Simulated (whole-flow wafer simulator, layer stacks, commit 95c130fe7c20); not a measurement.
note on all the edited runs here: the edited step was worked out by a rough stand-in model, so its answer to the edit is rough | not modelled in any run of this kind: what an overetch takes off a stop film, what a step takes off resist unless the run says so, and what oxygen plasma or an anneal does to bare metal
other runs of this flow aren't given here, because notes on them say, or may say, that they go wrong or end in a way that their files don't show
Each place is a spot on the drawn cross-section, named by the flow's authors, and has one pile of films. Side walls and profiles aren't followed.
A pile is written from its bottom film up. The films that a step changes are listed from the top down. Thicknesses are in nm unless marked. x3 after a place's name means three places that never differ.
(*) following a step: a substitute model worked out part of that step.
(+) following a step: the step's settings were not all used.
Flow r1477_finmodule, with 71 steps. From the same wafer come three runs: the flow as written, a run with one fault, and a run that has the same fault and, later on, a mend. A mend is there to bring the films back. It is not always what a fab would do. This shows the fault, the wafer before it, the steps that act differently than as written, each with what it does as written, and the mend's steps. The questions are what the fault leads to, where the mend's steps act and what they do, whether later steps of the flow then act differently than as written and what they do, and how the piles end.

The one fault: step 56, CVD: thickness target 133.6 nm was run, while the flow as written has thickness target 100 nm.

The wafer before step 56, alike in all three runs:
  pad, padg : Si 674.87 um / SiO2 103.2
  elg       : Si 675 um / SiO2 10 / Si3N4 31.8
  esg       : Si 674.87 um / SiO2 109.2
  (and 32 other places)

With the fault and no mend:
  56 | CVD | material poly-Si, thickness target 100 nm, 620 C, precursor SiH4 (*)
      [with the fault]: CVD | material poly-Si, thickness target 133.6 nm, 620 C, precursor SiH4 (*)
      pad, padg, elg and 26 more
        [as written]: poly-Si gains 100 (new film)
        [with the fault]: poly-Si gains 133.6 (new film)
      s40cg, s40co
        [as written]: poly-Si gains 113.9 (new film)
        [with the fault]: poly-Si gains 148 (new film)
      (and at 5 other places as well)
  Later steps of the flow acting differently than as written (not shown: 2 more steps that differ only slightly, by at most 2% or 0.5 nm, whichever is larger):
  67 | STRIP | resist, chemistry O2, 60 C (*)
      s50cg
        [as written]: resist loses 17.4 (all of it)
        [with the fault]: resist loses 16.7 (all of it)
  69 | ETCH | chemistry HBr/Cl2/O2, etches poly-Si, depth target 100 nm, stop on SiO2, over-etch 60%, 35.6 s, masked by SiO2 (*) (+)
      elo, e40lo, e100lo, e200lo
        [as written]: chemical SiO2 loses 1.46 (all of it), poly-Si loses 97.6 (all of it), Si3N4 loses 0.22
        [with the fault]: chemical SiO2 loses 1.46 (all of it), poly-Si loses 131.2 (all of it)
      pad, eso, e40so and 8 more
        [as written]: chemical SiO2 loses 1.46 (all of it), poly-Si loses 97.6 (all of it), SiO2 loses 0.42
        [with the fault]: chemical SiO2 loses 1.46 (all of it), poly-Si loses 131.2 (all of it), SiO2 loses 0.14
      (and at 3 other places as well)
  The piles end different from the flow's at padg, elg, esg and 15 more by more than 2% or 0.5 nm, whichever is larger.
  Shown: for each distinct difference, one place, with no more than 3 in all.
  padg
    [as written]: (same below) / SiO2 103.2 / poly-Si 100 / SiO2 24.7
    [with the fault]: (same below) / SiO2 103.2 / poly-Si 133.6 / SiO2 24.7
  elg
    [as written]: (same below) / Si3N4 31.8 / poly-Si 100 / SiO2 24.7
    [with the fault]: (same below) / Si3N4 31.8 / poly-Si 133.6 / SiO2 24.7
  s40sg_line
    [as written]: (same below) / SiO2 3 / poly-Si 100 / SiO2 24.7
    [with the fault]: (same below) / SiO2 3 / poly-Si 133.6 / SiO2 24.7

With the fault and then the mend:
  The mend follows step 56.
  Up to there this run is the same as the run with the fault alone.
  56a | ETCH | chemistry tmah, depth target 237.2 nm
      pad, padg, elg and 26 more
        poly-Si loses 133.6 (all of it)
      s40cg, s40co
        poly-Si loses 148 (all of it)
      s45cg, s45co
        poly-Si loses 147.6 (all of it)
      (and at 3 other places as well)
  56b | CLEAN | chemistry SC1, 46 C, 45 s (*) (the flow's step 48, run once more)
      s40sg_line, s45sg_line, s50sg_line, s40so_line, s45so_line, s50so_line
        SiO2 loses 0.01
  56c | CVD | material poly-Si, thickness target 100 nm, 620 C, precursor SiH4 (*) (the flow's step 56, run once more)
      pad, padg, elg and 26 more
        poly-Si gains 100 (new film)
      s40cg, s40co
        poly-Si gains 113.9 (new film)
      s45cg, s45co
        poly-Si gains 113.4 (new film)
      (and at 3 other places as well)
  None of the later steps of the flow differs from how it acts as written, at any place that is followed, by more than 2% or 0.5 nm, whichever is larger.
  When the end is reached, the piles differ only a little from the flow's at the places that both follow, at most by 2% or 0.5 nm, whichever is larger.
